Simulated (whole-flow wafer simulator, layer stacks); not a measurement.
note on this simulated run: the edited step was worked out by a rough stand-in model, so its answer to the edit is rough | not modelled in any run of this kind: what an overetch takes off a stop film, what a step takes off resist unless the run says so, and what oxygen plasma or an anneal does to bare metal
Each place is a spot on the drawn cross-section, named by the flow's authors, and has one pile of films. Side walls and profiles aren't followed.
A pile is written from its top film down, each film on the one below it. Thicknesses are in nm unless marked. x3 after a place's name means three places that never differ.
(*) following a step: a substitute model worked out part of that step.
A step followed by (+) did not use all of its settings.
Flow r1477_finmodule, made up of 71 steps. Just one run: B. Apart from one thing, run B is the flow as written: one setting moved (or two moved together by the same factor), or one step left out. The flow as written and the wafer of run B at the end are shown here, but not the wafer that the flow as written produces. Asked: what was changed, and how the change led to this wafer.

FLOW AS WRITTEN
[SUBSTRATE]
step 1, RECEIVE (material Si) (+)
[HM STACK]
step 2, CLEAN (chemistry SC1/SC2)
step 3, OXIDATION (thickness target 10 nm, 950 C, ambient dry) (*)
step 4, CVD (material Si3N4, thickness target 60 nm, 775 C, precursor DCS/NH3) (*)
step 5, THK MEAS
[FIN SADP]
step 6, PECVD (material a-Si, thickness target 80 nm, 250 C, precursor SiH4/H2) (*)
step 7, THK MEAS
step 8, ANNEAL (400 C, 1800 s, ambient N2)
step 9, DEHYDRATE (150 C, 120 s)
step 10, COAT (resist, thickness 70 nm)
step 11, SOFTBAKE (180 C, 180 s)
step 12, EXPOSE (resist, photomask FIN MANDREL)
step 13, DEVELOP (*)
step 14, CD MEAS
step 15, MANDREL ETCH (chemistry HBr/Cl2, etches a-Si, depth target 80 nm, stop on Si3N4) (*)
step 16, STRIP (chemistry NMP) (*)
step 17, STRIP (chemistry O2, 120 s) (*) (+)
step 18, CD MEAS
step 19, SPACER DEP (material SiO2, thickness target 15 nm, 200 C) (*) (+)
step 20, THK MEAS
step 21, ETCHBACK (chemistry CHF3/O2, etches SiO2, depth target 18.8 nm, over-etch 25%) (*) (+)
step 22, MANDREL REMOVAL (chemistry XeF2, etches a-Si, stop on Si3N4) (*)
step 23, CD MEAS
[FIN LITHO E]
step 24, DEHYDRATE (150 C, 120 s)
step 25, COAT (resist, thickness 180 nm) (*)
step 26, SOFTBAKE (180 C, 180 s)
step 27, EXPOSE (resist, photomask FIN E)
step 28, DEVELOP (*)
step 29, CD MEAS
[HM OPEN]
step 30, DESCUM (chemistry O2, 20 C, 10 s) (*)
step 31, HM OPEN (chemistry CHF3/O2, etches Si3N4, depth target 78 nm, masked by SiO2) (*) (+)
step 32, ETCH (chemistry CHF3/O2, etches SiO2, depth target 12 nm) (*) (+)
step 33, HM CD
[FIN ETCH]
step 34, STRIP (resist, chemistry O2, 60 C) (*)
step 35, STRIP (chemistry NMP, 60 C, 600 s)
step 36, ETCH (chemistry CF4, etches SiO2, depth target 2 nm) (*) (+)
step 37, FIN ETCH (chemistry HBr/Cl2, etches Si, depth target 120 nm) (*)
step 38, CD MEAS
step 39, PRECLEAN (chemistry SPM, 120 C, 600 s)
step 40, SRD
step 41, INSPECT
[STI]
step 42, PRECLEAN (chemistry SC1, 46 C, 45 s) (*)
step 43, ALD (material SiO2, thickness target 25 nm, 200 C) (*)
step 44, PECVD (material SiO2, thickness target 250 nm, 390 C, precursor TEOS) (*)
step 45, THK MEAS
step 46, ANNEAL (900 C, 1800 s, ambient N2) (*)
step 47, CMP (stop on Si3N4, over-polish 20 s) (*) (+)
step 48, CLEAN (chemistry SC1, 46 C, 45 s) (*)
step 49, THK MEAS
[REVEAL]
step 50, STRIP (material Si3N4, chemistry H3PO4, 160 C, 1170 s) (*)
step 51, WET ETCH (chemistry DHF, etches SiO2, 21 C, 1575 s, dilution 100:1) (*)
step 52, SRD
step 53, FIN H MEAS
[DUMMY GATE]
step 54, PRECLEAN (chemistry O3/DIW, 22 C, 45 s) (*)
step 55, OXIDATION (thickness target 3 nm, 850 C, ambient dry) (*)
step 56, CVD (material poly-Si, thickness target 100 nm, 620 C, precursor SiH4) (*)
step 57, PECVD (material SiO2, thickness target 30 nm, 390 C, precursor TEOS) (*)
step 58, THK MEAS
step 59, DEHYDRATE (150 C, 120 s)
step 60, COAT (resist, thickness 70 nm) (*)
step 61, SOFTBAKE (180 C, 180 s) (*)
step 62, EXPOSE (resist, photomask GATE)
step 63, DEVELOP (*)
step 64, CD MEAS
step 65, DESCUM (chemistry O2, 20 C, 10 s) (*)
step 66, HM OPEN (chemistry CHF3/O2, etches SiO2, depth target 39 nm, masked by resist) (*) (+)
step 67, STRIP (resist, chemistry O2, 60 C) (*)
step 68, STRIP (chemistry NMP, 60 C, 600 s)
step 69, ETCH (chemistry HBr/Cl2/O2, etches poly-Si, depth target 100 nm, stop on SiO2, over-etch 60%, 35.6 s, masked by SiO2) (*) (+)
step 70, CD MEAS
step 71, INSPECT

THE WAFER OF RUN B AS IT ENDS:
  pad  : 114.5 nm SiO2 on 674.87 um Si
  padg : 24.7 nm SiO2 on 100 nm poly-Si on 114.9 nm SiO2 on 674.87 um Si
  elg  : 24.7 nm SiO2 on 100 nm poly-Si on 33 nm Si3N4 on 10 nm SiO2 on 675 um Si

What caused this: step 51, WET ETCH: 17.45 C was run, whereas the flow has 21 C.

Step by step, how the change led to this:
  step 51, WET ETCH (chemistry DHF, etches SiO2, 21 C, 1575 s, dilution 100:1) (*)
      pad, padg, e40sg and 12 more: SiO2 loses 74 (in the flow as written it would be: SiO2 loses 85.7)
      elg, e40lg, e100lg, e200lg, elo, e40lo, e100lo, e200lo: SiO2 loses 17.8 (all of it), Si3N4 loses 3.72 (in the flow as written it would be: SiO2 loses 17.8 (all of it), Si3N4 loses 4.97)
      (as well as at 7 more places)
  step 56, CVD (material poly-Si, thickness target 100 nm, 620 C, precursor SiH4) (*)
      s40cg, s40co: poly-Si gains 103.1 (new film) (in the flow as written it would be: poly-Si gains 113.9 (new film))
      s45cg, s45co: poly-Si gains 102.6 (new film) (in the flow as written it would be: poly-Si gains 113.4 (new film))
      (as well as at 3 more places)
  step 60, COAT (resist, thickness 70 nm) (*)
      e40sg, eso, e40so: resist gains 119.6 (new film) (in the flow as written it would be: resist gains 129.5 (new film))
      e100sg, e100so: resist gains 119.5 (new film) (in the flow as written it would be: resist gains 129.4 (new film))
      (as well as at 8 more places)
  step 63, DEVELOP (*)
      eso, e40so: resist loses 119.6 (all of it) (in the flow as written it would be: resist loses 129.5 (all of it))
      e100so: resist loses 119.5 (all of it) (in the flow as written it would be: resist loses 129.4 (all of it))
      (as well as at 4 more places)
  step 67, STRIP (resist, chemistry O2, 60 C) (*)
      e40sg: resist loses 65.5 (all of it) (in the flow as written it would be: resist loses 75.4 (all of it))
      e100sg: resist loses 65.4 (all of it) (in the flow as written it would be: resist loses 75.3 (all of it))
      (as well as at 4 more places)
  step 69, ETCH (chemistry HBr/Cl2/O2, etches poly-Si, depth target 100 nm, stop on SiO2, over-etch 60%, 35.6 s, masked by SiO2) (*) (+)
      s40co: chemical SiO2 loses 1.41 (all of it), poly-Si loses 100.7 (all of it), SiO2 loses 0.3 (in the flow as written it would be: chemical SiO2 loses 1.46 (all of it), poly-Si loses 111.5 (all of it), SiO2 loses 0.24)
      s45co: chemical SiO2 loses 1.41 (all of it), poly-Si loses 100.2 (all of it), SiO2 loses 0.3 (in the flow as written it would be: chemical SiO2 loses 1.46 (all of it), poly-Si loses 110.9 (all of it), SiO2 loses 0.25)
      (as well as at 1 more place)
